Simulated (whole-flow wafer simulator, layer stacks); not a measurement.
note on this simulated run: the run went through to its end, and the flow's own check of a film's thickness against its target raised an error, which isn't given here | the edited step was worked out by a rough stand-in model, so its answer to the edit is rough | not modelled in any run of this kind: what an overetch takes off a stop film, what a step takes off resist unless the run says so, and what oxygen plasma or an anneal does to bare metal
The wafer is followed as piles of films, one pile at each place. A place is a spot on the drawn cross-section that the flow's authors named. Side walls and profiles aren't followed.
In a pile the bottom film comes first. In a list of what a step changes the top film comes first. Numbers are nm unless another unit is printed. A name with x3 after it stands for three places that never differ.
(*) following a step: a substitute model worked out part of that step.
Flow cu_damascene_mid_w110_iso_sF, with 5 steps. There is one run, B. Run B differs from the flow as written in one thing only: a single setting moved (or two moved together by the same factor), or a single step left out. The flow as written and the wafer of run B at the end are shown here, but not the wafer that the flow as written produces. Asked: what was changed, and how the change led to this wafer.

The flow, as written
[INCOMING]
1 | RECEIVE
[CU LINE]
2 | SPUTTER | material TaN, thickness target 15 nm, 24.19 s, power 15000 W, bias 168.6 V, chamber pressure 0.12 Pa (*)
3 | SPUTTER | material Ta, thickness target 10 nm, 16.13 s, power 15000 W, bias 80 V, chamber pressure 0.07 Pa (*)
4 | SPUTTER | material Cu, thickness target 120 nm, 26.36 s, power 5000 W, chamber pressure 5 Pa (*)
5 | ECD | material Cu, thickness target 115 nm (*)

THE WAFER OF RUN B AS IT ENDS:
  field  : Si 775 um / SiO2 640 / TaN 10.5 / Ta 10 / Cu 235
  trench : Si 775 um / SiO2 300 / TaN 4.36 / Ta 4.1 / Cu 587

What caused this: step 2, SPUTTER: thickness target 10.5 nm was run, whereas the flow has thickness target 15 nm; step 2, SPUTTER: 16.93 s was run, where the flow has 24.19 s.
One can read it off the wafer: field has TaN 10.5, and step 2 as written asks for 15 nm.

The path from the change to this, step by step:
  2 | SPUTTER | material TaN, thickness target 15 nm, 24.19 s, power 15000 W, bias 168.6 V, chamber pressure 0.12 Pa (*)
      field: TaN gains 10.5 (new film) (as written it would have been: TaN gains 15 (new film))
      trench: TaN gains 4.36 (new film) (as written it would have been: TaN gains 6.23 (new film))
